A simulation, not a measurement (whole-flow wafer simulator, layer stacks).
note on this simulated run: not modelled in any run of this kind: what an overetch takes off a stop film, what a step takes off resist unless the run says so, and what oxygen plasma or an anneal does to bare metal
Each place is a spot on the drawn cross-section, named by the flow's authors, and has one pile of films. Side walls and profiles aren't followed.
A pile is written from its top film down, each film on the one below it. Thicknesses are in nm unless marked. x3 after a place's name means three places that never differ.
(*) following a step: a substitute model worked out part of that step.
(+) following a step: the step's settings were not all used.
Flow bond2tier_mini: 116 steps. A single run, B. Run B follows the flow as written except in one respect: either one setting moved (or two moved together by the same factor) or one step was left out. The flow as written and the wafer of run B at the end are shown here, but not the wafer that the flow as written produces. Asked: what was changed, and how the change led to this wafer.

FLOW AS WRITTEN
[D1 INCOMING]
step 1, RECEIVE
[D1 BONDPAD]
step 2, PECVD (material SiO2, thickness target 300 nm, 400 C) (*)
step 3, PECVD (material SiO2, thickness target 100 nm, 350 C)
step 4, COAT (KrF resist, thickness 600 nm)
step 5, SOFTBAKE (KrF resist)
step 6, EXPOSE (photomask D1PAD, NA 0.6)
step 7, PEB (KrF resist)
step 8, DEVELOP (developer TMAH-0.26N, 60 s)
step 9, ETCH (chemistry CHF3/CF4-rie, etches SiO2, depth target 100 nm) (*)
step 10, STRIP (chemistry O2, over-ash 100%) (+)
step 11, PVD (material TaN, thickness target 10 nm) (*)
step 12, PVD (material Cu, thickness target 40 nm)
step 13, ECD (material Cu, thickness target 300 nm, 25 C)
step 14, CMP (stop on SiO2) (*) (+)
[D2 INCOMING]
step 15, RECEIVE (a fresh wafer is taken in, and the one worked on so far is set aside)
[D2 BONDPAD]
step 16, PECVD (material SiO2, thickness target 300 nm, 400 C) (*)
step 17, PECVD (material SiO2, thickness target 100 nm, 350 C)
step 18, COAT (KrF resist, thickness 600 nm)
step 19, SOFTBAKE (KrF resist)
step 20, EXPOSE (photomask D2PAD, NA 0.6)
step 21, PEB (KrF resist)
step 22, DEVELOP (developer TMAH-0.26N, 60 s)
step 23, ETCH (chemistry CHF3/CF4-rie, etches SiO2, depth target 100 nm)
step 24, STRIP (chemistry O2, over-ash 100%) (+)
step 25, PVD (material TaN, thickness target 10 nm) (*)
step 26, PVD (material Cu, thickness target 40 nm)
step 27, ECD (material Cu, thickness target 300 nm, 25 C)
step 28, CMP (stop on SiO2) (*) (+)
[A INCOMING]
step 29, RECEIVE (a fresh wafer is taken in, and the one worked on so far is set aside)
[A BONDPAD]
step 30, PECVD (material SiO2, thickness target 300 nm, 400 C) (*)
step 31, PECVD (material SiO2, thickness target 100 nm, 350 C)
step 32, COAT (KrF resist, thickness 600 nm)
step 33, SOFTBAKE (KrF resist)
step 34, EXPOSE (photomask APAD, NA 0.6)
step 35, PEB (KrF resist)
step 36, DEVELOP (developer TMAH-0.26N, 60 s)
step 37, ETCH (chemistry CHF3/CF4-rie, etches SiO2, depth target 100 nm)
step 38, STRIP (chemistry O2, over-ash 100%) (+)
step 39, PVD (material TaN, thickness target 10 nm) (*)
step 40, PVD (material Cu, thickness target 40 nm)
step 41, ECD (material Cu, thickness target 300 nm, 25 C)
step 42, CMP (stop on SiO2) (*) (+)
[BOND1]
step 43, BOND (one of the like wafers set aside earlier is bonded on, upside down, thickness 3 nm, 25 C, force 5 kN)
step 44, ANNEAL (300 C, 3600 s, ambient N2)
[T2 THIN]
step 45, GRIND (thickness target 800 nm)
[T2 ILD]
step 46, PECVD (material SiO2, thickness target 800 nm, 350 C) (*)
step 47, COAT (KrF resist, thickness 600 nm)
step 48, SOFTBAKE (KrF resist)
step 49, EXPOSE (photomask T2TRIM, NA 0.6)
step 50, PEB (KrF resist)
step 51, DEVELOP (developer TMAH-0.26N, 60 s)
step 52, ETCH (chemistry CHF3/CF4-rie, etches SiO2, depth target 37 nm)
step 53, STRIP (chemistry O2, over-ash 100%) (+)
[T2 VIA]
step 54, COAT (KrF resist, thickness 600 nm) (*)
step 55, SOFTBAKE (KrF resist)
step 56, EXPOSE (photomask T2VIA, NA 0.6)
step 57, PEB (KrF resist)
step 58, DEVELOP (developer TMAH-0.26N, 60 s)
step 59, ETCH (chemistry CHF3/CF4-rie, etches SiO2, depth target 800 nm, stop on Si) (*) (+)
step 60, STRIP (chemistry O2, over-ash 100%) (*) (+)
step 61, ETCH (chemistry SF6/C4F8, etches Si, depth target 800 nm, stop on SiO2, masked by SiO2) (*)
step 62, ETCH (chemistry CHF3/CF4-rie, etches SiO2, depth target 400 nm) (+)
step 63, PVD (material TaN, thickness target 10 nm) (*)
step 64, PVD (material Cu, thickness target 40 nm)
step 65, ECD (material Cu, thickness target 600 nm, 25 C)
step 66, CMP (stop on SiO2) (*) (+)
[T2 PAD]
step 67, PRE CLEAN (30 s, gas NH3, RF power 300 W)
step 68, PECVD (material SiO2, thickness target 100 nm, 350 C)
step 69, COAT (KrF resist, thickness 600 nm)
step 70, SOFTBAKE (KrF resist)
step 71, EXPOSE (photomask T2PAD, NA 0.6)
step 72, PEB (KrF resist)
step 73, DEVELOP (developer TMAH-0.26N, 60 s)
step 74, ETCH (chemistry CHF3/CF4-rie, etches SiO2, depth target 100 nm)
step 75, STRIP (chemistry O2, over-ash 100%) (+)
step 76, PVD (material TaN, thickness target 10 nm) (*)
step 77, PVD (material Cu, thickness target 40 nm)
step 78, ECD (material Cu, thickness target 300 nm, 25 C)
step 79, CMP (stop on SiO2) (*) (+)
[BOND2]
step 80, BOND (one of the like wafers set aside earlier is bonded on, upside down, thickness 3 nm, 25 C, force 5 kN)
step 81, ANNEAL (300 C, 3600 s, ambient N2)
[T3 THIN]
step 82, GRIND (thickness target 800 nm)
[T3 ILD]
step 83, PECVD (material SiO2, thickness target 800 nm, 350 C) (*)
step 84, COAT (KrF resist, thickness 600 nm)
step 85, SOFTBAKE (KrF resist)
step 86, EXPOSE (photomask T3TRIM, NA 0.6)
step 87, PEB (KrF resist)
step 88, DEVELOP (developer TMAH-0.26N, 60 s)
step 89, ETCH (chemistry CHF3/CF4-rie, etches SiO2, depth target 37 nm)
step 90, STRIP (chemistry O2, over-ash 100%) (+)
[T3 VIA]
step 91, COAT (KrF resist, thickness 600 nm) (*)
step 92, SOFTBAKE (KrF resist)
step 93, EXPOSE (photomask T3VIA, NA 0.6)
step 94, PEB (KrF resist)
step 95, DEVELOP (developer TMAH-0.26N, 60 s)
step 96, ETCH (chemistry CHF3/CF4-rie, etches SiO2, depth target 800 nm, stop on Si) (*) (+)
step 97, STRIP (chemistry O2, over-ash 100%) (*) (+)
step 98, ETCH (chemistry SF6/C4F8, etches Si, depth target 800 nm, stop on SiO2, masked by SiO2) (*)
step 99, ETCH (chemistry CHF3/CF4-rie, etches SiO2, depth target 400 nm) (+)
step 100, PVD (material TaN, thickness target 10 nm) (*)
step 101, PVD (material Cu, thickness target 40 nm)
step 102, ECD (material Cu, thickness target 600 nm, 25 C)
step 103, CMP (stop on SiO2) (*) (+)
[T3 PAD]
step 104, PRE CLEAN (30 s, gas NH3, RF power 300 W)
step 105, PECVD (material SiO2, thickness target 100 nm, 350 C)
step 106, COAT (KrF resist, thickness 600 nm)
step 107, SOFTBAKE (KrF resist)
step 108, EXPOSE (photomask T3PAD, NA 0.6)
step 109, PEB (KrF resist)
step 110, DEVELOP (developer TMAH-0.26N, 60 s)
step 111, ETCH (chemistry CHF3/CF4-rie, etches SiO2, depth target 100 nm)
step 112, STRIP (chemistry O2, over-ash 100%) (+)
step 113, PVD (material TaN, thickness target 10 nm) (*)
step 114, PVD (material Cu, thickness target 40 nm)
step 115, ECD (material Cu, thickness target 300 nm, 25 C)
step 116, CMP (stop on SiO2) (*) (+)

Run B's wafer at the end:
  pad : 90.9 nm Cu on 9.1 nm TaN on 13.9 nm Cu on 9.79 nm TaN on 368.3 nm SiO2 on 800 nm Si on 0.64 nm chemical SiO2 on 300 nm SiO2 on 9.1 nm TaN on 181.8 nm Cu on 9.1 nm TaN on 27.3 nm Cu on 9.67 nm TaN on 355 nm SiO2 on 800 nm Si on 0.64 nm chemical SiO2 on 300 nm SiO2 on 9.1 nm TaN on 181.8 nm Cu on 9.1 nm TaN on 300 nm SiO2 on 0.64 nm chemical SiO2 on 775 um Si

Cause: step 89, ETCH: depth target 23.7 nm was run, while the flow as written has depth target 37 nm.

The path from the change to this, step by step:
  step 89, ETCH (chemistry CHF3/CF4-rie, etches SiO2, depth target 37 nm)
      field: -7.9 KrF resist (as written it would have been: -12.3 KrF resist)
      pad: -23.7 SiO2 (as written it would have been: -37 SiO2)
  step 102, ECD (material Cu, thickness target 600 nm, 25 C)
      pad: +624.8 Cu (as written it would have been: +638.7 Cu)
